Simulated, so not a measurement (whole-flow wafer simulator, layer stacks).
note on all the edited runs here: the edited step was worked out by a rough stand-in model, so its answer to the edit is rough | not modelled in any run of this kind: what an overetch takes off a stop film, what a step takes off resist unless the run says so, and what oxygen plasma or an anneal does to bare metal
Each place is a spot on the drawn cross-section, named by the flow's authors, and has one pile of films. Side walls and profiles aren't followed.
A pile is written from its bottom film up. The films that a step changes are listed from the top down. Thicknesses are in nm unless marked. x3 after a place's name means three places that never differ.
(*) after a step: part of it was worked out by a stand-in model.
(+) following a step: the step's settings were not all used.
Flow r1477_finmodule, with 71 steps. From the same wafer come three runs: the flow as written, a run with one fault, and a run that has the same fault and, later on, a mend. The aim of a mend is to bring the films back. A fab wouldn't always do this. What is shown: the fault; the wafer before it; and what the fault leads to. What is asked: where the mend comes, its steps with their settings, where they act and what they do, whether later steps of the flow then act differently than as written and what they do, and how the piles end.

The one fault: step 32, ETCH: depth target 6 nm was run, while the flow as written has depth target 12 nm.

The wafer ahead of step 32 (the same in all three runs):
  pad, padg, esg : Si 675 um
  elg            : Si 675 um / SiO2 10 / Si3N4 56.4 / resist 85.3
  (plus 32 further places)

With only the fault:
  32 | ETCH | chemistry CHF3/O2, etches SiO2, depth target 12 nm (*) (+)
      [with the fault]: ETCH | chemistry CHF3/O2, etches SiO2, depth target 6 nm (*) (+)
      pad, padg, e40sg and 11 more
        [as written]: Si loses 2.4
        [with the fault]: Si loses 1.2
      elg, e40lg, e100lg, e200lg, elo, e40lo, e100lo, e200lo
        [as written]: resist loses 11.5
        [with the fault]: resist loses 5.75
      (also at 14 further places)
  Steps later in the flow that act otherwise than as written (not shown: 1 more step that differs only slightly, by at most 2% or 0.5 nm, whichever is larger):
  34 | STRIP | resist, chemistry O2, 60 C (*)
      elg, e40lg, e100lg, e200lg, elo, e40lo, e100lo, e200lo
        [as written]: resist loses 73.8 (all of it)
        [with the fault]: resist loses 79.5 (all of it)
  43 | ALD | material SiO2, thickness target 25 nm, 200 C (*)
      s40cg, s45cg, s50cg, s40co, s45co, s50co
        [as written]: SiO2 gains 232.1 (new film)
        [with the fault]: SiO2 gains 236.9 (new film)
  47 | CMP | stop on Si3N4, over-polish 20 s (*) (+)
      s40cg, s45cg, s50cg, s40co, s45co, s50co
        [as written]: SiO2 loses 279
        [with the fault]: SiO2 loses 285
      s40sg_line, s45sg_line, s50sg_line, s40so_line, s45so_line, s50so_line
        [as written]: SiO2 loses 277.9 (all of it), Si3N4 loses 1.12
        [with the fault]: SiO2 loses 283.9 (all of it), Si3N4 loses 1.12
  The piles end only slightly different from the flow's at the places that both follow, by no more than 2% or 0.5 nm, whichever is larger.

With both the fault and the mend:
  The mend follows step 32.
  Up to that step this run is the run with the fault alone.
  32a | ETCH | chemistry CHF3/O2, etches SiO2, depth target 6 nm (*) (the flow's step 32, run once more with other settings)
      pad, padg, e40sg and 11 more
        Si loses 1.2
      elg, e40lg, e100lg, e200lg, elo, e40lo, e100lo, e200lo
        resist loses 5.75
      s40sg_line, s45sg_line, s50sg_line, s40so_line, s45so_line, s50so_line
        SiO2 loses 6
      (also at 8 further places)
  Every later step of the flow that is run acts as written, at every place that is followed, to within 2% or 0.5 nm, whichever is larger.
  The piles end only slightly different from the flow's at the places that both follow, by no more than 2% or 0.5 nm, whichever is larger.
